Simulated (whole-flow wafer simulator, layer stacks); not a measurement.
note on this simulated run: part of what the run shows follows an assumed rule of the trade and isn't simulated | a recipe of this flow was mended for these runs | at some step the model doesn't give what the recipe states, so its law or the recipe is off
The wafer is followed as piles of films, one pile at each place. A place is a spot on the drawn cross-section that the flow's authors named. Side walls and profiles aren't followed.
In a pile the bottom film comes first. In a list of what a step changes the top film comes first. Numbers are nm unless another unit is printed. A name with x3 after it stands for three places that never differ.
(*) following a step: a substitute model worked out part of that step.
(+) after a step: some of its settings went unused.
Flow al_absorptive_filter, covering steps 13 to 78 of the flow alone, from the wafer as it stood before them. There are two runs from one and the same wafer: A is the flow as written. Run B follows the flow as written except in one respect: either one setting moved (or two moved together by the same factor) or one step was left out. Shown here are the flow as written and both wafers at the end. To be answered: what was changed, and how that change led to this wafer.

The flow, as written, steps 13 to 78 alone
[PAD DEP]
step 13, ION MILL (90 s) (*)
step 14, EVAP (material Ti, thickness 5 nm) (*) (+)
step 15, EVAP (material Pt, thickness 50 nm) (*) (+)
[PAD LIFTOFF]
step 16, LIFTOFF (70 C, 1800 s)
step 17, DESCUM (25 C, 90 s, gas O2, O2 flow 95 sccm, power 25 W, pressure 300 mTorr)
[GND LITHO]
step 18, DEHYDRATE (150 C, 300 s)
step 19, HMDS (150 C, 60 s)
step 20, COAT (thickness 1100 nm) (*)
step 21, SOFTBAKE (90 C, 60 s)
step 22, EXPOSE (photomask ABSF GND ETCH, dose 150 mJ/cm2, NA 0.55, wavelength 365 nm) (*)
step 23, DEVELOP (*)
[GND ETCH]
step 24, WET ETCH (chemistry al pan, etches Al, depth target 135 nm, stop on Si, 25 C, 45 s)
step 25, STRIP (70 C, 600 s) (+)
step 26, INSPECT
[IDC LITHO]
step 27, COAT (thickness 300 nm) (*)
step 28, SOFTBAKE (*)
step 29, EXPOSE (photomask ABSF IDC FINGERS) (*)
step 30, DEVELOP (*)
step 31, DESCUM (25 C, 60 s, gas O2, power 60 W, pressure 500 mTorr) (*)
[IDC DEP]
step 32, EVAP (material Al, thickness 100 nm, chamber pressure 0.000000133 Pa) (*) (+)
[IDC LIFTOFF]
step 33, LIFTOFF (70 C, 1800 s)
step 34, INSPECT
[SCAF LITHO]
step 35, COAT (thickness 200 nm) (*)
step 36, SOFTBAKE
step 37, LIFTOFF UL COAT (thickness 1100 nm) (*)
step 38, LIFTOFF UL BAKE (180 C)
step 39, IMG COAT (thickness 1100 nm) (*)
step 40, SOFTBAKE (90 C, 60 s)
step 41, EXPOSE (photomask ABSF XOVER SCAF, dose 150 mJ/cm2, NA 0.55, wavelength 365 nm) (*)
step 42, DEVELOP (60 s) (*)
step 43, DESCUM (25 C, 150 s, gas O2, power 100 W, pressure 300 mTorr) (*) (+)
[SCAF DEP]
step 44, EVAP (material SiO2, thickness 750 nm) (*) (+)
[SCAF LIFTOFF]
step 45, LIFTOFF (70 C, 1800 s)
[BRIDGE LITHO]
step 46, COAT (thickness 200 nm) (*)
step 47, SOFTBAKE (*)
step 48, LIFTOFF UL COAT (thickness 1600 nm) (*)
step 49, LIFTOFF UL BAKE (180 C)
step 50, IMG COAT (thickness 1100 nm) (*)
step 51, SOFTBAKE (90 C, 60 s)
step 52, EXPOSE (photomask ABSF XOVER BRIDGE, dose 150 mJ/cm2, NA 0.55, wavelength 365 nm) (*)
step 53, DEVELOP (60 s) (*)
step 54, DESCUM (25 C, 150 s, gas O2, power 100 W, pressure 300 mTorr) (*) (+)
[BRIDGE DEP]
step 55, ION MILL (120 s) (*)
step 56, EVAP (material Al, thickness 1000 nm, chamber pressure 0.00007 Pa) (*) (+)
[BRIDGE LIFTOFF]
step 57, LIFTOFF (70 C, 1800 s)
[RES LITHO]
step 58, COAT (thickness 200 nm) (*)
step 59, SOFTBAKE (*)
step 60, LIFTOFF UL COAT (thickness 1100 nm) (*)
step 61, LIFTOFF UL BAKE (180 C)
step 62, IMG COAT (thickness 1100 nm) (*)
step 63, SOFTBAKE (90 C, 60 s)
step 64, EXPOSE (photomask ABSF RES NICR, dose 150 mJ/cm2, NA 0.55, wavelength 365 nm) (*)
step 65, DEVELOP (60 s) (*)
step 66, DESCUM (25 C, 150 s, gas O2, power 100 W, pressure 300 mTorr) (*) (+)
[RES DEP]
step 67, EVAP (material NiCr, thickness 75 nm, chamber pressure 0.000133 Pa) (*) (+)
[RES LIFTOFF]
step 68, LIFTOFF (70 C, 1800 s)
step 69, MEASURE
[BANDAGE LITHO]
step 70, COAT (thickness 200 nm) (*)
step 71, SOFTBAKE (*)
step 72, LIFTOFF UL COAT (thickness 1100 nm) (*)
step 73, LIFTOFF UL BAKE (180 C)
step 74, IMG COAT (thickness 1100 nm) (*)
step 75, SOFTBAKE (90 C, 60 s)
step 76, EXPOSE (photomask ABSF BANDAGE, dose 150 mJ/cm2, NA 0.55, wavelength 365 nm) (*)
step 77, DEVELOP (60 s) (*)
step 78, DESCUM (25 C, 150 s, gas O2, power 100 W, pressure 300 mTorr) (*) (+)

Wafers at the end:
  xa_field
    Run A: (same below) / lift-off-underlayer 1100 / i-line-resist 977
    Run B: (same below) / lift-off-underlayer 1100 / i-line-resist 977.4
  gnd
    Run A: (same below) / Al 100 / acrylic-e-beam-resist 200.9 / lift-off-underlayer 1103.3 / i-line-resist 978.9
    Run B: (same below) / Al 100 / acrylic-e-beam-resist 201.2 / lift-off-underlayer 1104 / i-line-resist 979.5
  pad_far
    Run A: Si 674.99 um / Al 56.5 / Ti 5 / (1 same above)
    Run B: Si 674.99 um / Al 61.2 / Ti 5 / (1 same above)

The reason: step 13, ION MILL: 76 s was run, while the flow as written has 90 s.

The path from the change to this, step by step:
  step 13, ION MILL (90 s) (*)
      gnd, ledge, res and 9 more: A i-line-resist loses 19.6 | B i-line-resist loses 16.6
      pad_far, pad_near: A Al loses 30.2 | B Al loses 25.5
